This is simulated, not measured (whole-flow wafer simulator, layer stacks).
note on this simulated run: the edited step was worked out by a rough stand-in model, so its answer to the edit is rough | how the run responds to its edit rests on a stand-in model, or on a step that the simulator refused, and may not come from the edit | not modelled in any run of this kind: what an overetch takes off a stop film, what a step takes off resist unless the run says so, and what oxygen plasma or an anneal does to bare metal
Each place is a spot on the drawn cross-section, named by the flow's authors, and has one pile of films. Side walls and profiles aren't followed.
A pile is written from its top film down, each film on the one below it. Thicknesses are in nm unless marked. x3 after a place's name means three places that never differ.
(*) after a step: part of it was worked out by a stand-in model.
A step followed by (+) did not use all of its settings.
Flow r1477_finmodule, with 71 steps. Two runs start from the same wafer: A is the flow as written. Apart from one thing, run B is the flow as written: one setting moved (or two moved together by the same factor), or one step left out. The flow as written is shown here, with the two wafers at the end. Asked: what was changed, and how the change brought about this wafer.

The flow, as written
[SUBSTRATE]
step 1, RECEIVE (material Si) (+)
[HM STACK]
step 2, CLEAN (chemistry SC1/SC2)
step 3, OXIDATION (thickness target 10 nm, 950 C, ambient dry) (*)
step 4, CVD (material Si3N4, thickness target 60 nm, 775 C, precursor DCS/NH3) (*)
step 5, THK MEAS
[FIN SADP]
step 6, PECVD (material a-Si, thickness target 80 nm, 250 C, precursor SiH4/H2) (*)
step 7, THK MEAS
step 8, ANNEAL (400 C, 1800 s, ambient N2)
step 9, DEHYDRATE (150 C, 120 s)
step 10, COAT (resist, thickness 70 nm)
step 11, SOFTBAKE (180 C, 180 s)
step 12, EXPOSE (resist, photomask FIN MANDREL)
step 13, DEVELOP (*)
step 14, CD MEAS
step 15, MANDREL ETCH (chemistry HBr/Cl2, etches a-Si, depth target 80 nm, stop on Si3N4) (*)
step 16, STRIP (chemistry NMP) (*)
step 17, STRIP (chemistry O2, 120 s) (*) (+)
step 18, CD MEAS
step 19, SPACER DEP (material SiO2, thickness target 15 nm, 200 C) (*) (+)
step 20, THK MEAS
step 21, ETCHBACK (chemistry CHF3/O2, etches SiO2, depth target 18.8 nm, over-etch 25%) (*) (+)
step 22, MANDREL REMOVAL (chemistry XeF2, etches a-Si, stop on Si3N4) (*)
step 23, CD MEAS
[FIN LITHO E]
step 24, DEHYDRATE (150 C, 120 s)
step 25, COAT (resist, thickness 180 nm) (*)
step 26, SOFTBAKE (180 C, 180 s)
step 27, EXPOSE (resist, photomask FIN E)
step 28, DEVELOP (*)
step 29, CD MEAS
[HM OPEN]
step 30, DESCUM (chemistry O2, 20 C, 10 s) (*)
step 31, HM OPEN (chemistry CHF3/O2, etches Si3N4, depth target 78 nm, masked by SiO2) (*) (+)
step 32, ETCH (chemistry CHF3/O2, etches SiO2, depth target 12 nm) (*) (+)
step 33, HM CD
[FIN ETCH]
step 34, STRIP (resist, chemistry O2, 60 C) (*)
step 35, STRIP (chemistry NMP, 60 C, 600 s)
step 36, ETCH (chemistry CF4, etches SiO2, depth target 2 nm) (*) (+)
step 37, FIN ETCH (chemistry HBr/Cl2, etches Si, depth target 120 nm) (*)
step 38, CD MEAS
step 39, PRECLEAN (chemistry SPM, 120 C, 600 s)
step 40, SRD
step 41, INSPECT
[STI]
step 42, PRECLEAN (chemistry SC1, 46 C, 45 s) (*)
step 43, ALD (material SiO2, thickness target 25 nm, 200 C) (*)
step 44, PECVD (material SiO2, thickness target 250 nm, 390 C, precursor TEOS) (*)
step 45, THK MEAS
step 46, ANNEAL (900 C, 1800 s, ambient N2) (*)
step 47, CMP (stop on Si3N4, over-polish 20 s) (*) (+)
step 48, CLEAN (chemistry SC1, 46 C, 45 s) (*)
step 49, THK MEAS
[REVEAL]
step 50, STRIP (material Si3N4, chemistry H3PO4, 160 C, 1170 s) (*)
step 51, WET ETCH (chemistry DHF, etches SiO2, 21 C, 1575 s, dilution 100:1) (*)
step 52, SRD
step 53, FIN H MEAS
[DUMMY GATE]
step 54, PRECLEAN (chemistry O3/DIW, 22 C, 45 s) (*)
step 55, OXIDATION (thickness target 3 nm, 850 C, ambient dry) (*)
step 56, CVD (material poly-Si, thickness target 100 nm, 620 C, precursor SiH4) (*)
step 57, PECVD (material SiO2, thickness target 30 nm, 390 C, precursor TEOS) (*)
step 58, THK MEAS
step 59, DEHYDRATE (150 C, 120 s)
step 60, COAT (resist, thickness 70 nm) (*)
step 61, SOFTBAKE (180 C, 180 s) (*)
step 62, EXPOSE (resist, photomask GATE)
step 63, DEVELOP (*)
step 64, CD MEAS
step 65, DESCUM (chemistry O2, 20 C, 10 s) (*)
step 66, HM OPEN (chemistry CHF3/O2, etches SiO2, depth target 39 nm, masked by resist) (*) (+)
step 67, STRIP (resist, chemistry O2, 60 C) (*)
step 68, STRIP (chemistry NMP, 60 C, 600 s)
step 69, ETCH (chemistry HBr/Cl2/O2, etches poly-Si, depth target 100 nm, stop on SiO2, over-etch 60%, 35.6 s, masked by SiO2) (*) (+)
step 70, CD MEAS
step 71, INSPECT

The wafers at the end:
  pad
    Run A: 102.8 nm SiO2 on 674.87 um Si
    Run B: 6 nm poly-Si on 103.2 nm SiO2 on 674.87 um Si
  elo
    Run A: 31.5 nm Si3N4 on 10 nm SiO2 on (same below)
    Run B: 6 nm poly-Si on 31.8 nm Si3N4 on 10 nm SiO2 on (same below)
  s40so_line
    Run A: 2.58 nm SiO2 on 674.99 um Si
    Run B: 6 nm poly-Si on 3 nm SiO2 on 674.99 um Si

The reason: step 57, PECVD: thickness target 42.3 nm was run, though the flow has thickness target 30 nm.

The path from the change to this, step by step:
  step 57, PECVD (material SiO2, thickness target 30 nm, 390 C, precursor TEOS) (*)
      pad, padg, elg and 33 more: A SiO2 gains 30 (new film) | B SiO2 gains 42.3 (new film)
  step 66, HM OPEN (chemistry CHF3/O2, etches SiO2, depth target 39 nm, masked by resist) (*) (+)
      pad, elo, eso and 15 more: A SiO2 loses 30 (all of it), poly-Si loses 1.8 | B SiO2 loses 39
  step 67, STRIP (resist, chemistry O2, 60 C) (*)
      pad, elo, eso and 15 more: A chemical SiO2 gains 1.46 (new film), poly-Si loses 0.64 | B nothing
  step 69, ETCH (chemistry HBr/Cl2/O2, etches poly-Si, depth target 100 nm, stop on SiO2, over-etch 60%, 35.6 s, masked by SiO2) (*) (+)
      pad, eso, e40so and 8 more: A chemical SiO2 loses 1.46 (all of it), poly-Si loses 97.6 (all of it), SiO2 loses 0.42 | B SiO2 loses 3.3 (all of it), poly-Si loses 94
      elo, e40lo, e100lo, e200lo: A chemical SiO2 loses 1.46 (all of it), poly-Si loses 97.6 (all of it), Si3N4 loses 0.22 | B SiO2 loses 3.3 (all of it), poly-Si loses 94
      (also at 3 further places)
